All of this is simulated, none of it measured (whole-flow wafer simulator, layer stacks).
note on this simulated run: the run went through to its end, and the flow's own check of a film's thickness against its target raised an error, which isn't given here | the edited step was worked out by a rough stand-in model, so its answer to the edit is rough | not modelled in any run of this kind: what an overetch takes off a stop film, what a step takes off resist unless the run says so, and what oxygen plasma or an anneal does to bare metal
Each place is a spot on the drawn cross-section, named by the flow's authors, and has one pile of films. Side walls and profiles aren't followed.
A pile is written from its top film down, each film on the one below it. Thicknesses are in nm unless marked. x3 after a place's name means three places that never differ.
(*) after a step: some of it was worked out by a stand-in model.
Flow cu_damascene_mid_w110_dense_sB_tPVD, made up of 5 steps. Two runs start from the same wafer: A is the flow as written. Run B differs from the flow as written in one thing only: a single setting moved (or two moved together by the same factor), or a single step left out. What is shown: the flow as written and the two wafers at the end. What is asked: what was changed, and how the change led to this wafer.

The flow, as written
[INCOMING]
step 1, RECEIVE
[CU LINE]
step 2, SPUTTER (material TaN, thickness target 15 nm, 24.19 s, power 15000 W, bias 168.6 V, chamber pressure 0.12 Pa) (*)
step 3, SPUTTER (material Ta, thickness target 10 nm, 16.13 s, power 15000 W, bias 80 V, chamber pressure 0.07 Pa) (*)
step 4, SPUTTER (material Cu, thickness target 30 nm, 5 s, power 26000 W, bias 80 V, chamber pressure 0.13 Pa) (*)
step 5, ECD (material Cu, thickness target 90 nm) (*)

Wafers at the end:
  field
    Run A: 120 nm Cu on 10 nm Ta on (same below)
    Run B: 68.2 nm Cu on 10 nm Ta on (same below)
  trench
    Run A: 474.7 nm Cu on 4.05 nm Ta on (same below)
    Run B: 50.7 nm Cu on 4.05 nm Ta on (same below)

Cause: step 5, ECD: thickness target 38.2 nm was run, while the flow as written has thickness target 90 nm.

Step by step, how the change led to this:
  step 5, ECD (material Cu, thickness target 90 nm) (*)
      field: A +90 Cu | B +38.2 Cu
      trench: A +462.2 Cu | B +38.2 Cu
